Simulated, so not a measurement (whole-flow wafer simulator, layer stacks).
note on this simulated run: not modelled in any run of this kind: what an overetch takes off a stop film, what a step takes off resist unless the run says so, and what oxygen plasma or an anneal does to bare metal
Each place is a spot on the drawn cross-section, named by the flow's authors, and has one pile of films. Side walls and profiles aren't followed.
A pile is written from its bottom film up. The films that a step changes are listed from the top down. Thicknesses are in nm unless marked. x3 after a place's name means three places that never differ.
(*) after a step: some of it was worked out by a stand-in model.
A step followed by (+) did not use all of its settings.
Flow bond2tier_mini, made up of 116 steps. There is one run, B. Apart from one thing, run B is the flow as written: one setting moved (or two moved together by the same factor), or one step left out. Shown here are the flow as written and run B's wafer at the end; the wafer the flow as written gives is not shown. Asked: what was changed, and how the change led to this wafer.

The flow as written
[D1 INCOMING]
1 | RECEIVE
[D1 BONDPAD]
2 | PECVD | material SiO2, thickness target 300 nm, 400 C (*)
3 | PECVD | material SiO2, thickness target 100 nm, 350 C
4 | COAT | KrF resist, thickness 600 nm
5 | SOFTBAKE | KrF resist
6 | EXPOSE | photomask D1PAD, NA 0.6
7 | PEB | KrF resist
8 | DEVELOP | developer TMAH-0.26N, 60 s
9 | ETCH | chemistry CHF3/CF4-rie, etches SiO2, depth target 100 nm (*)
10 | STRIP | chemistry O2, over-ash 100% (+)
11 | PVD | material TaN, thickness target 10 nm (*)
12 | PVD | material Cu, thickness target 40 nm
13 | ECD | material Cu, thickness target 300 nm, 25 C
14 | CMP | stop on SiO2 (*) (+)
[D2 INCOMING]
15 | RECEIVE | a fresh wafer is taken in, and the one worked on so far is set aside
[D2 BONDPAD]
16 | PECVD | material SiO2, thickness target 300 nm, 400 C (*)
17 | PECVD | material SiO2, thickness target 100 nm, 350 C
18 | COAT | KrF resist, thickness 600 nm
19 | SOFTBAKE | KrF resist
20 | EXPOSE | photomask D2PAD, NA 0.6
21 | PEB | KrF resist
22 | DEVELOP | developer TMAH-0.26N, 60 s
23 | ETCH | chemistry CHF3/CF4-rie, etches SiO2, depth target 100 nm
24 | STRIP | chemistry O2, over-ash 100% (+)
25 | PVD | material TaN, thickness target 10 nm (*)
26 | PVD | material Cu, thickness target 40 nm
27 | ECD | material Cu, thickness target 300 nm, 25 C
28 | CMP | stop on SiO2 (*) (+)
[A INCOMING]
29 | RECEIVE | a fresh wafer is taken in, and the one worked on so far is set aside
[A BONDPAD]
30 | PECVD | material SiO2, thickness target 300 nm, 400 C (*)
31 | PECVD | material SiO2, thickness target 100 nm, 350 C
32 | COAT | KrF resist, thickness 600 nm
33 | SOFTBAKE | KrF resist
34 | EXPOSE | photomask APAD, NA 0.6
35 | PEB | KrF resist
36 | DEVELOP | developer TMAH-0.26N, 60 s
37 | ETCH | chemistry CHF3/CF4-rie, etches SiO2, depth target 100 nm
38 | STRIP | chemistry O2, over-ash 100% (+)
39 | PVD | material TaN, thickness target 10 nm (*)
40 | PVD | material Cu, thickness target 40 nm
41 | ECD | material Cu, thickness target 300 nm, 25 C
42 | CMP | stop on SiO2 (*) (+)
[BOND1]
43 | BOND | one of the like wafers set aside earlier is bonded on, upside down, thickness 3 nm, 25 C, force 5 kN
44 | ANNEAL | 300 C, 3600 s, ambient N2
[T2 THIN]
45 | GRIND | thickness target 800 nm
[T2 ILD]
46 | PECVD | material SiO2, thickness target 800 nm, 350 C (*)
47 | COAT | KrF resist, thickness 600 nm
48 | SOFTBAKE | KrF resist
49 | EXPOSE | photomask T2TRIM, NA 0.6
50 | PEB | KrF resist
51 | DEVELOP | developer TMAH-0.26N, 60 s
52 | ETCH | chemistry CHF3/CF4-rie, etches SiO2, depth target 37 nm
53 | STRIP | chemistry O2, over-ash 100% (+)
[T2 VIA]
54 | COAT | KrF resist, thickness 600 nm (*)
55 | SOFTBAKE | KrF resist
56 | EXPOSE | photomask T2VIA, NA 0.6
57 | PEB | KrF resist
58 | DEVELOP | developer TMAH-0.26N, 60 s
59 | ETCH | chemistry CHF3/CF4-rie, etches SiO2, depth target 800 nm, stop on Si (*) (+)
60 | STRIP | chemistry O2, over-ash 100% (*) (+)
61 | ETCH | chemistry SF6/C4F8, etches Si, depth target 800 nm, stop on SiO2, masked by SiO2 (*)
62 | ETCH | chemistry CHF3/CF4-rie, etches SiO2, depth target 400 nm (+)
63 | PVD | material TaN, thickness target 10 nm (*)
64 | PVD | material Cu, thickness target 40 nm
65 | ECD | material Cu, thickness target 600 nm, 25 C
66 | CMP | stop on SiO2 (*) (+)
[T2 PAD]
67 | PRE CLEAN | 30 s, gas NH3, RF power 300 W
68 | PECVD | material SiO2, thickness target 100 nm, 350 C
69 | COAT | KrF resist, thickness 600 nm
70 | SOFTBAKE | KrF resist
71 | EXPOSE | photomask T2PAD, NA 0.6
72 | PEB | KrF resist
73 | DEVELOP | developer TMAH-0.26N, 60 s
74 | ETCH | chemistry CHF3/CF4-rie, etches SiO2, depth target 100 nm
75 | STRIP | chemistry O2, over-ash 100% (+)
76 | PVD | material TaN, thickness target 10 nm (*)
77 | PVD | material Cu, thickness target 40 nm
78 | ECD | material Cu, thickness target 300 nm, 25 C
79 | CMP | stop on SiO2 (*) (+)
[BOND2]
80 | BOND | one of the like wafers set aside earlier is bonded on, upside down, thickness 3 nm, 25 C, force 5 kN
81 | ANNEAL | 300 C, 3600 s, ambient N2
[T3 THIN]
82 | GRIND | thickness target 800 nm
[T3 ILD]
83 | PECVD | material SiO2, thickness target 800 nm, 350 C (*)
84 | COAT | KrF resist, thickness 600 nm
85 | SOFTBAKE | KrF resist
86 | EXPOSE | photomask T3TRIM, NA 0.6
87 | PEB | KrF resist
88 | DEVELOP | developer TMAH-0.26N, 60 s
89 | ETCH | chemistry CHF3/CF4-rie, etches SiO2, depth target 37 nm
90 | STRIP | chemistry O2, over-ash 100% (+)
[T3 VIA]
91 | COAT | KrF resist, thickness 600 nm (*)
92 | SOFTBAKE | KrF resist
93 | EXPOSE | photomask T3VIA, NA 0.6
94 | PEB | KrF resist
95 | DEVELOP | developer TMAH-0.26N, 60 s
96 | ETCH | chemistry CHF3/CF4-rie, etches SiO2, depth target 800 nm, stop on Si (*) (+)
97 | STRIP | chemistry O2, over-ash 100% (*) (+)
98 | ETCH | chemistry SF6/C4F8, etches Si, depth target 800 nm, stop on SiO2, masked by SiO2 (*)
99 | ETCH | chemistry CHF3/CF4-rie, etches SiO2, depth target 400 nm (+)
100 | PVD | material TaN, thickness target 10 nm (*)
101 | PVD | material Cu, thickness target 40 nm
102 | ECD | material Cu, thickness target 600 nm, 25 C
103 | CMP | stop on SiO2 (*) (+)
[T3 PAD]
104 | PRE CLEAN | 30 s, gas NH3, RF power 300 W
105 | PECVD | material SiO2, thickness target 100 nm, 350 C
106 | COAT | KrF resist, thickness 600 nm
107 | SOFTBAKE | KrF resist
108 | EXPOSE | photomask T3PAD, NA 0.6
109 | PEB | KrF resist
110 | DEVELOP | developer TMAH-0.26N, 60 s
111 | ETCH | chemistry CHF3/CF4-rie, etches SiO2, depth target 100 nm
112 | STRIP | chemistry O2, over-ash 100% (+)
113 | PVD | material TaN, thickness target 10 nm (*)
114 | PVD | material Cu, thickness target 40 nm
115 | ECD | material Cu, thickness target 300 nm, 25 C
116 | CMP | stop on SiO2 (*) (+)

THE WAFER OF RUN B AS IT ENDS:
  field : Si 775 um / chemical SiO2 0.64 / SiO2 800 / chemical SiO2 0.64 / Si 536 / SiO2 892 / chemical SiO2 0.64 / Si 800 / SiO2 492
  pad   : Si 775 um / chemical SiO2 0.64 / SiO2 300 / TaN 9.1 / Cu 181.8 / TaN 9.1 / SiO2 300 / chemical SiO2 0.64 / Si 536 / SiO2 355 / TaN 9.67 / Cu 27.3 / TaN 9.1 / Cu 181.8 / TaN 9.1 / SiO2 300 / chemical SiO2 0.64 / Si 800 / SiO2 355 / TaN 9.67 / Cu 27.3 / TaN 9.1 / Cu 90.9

What caused this: step 45, GRIND: thickness target 536 nm was run, though the flow has thickness target 800 nm.
The wafer itself shows it: field has Si 536, and step 45 as written asks for 800 nm.

Step by step, how the change led to this:
  45 | GRIND | thickness target 800 nm
      field, pad, via: -774.46 um Si (as written it would have been: -774.2 um Si)
